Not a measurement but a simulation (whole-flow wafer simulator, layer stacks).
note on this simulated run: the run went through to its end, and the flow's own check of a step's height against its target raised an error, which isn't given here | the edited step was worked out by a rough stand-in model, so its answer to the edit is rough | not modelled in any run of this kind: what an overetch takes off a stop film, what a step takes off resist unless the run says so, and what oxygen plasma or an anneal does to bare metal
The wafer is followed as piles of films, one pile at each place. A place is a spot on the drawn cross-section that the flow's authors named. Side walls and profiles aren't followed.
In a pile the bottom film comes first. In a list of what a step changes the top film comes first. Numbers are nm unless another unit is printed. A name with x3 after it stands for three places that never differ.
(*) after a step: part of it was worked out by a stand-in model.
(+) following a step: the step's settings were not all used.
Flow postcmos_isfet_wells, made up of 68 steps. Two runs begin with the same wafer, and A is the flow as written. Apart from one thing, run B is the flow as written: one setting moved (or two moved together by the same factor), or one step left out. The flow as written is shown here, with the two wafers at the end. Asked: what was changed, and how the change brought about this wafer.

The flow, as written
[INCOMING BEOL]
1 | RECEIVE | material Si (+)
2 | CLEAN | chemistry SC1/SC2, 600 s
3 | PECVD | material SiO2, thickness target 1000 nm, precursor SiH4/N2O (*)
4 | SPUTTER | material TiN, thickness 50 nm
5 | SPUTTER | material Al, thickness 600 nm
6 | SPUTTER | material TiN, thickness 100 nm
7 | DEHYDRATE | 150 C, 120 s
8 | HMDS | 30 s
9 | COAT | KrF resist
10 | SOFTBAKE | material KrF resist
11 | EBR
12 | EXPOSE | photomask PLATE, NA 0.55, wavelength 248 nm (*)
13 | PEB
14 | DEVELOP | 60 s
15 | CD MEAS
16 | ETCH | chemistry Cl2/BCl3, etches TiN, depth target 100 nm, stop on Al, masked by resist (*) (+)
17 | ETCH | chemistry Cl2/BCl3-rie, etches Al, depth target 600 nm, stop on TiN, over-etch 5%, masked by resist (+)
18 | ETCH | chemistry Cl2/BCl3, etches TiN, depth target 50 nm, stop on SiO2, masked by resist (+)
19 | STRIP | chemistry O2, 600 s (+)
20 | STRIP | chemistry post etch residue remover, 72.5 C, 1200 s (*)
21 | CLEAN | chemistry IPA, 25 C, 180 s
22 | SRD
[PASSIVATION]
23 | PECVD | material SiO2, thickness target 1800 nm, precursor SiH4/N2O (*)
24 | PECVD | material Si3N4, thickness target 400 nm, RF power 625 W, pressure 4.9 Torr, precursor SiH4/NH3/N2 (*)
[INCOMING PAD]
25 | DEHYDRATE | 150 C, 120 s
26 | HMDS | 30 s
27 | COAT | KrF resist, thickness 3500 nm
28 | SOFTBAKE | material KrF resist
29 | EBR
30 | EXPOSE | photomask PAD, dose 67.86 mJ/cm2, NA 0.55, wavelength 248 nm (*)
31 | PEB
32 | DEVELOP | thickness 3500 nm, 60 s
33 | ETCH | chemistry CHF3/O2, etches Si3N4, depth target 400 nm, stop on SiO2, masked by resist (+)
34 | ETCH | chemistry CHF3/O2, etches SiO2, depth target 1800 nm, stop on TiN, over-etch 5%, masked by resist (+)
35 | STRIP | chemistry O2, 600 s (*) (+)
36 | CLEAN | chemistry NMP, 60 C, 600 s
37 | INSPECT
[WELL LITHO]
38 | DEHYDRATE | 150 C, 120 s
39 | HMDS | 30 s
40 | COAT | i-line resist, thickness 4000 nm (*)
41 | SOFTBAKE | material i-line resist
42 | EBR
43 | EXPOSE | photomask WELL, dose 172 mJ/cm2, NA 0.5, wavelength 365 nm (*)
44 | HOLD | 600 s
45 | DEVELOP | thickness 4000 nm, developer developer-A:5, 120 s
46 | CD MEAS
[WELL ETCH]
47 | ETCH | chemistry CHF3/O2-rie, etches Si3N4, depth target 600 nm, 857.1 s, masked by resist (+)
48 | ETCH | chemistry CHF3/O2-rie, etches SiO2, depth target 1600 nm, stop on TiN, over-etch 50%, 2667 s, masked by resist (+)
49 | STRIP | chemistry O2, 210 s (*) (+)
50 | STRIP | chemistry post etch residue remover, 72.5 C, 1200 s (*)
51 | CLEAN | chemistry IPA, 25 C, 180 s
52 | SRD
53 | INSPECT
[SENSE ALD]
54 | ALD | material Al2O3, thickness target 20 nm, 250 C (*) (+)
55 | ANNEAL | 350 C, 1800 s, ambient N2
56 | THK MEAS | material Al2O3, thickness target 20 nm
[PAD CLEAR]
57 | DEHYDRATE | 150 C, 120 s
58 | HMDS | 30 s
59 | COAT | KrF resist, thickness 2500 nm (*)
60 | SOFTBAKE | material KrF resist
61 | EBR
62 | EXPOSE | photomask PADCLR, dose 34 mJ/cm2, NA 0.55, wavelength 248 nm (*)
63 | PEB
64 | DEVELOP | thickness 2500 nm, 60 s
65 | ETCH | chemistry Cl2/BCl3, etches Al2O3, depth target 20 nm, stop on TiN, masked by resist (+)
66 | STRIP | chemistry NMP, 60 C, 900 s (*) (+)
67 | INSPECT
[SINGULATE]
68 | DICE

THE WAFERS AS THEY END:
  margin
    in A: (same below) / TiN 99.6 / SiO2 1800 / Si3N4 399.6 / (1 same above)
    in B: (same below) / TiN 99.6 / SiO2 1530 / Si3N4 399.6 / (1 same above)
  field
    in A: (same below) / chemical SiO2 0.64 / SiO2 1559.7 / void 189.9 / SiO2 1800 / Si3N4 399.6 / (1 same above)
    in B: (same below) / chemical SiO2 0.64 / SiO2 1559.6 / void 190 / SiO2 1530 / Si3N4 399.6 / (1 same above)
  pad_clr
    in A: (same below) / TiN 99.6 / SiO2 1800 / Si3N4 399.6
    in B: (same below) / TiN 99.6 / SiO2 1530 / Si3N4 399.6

What caused this: step 23, PECVD: thickness target 1530 nm was run, though the flow has thickness target 1800 nm.
The wafer lets one read it off: margin has SiO2 1530, and step 23 as written asks for 1800 nm.

The path from the change to this, step by step:
  23 | PECVD | material SiO2, thickness target 1800 nm, precursor SiH4/N2O (*)
      margin, well900, well1300 x3, pad_rim, pad_clr, pad_open: A SiO2 gains 1800 (new film) | B SiO2 gains 1530 (new film)
      field: A SiO2 gains 1800 (new film), void gains 189.9 (new film), SiO2 gains 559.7 | B SiO2 gains 1530 (new film), void gains 190 (new film), SiO2 gains 559.6
  34 | ETCH | chemistry CHF3/O2, etches SiO2, depth target 1800 nm, stop on TiN, over-etch 5%, masked by resist (+)
      field, margin, well900, well1300 x3, pad_rim, pad_clr: A KrF resist loses 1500 | B KrF resist loses 1338.8
      pad_open: A SiO2 loses 1800 (all of it) | B SiO2 loses 1530 (all of it)
  35 | STRIP | chemistry O2, 600 s (*) (+)
      field, margin, well900, well1300 x3, pad_rim, pad_clr: A KrF resist loses 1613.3 (all of it) | B KrF resist loses 1774.6 (all of it)
  40 | COAT | i-line resist, thickness 4000 nm (*)
      pad_clr: A i-line resist gains 3256.8 (new film) | B i-line resist gains 3341.4 (new film)
      pad_open: A i-line resist gains 4804.7 (new film) | B i-line resist gains 4707.7 (new film)
  41 | SOFTBAKE | material i-line resist
      pad_clr: A i-line resist loses 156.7 | B i-line resist loses 130.1
      pad_open: A i-line resist gains 115.3 | B i-line resist gains 103.2
  48 | ETCH | chemistry CHF3/O2-rie, etches SiO2, depth target 1600 nm, stop on TiN, over-etch 50%, 2667 s, masked by resist (+)
      well900, well1300 x3: A SiO2 loses 1600 (all of it) | B SiO2 loses 1330 (all of it)
  49 | STRIP | chemistry O2, 210 s (*) (+)
      pad_clr: A i-line resist loses 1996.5 (all of it) | B i-line resist loses 2107.7 (all of it)
      pad_open: A i-line resist loses 3816.3 (all of it) | B i-line resist loses 3707.3 (all of it)
  59 | COAT | KrF resist, thickness 2500 nm (*)
      field: A KrF resist gains 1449 (new film) | B KrF resist gains 1578 (new film)
      margin: A KrF resist gains 1448.9 (new film) | B KrF resist gains 1577.9 (new film)
      (also at 3 further places)
  63 | PEB
      field, margin: A KrF resist loses 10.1 | B KrF resist loses 11
      pad_clr: A KrF resist loses 11.8 | B KrF resist loses 12.5
  64 | DEVELOP | thickness 2500 nm, 60 s
      pad_clr: A KrF resist loses 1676 (all of it) | B KrF resist loses 1766.5 (all of it)
      pad_open: A KrF resist loses 3045.1 (all of it) | B KrF resist loses 2977.7 (all of it)
  66 | STRIP | chemistry NMP, 60 C, 900 s (*) (+)
      field: A KrF resist loses 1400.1 (all of it) | B KrF resist loses 1528.2 (all of it)
      margin: A KrF resist loses 1400.1 (all of it) | B KrF resist loses 1528.1 (all of it)
      (also at 1 further place)
